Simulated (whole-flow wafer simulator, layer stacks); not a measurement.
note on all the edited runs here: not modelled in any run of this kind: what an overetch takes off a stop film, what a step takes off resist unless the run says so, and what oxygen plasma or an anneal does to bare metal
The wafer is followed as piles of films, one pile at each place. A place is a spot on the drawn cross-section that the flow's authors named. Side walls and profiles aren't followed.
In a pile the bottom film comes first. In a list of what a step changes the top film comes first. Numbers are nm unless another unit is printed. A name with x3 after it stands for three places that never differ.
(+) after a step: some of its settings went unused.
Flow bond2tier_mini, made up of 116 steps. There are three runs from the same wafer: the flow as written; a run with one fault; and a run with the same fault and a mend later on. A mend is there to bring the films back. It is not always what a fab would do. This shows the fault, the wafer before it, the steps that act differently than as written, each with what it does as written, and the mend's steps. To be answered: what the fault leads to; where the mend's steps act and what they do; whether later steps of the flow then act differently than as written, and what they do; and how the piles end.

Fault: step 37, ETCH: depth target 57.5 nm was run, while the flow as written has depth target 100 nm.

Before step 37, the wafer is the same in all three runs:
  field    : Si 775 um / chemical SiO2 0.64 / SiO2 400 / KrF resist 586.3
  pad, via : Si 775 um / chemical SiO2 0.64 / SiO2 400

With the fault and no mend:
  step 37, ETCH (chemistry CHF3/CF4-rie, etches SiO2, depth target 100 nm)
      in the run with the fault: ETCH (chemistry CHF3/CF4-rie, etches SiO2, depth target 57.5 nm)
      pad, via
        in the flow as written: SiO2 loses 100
        in the run with the fault: SiO2 loses 57.5
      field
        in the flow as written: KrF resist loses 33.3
        in the run with the fault: KrF resist loses 19.2
  Steps further on in the flow that do not act as written (1 more step, not shown, differs only slightly: by at most 2% or 0.5 nm, whichever is larger):
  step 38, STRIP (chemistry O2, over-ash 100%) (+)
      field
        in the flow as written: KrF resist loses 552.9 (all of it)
        in the run with the fault: KrF resist loses 567.1 (all of it)
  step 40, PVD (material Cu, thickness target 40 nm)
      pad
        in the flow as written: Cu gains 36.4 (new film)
        in the run with the fault: Cu gains 37.9 (new film)
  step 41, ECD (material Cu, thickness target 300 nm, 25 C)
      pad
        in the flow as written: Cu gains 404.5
        in the run with the fault: Cu gains 360.1
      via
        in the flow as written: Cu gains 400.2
        in the run with the fault: Cu gains 357.5
  At pad, the piles at the end differ from the flow's by more than 2% or 0.5 nm, whichever is larger.
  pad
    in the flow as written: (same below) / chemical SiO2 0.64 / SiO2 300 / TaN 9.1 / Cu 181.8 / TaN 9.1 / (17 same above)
    in the run with the fault: (same below) / chemical SiO2 0.64 / SiO2 342.5 / TaN 9.48 / Cu 138.9 / TaN 9.1 / (17 same above)

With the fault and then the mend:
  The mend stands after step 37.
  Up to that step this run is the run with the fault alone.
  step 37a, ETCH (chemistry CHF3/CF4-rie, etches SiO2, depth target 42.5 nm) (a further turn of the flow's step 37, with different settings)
      pad, via
        SiO2 loses 42.5
      field
        KrF resist loses 14.2
  None of the later steps of the flow acts differently than as written at any place that is followed.
  By the end, the piles equal the flow's at every place that both follow.
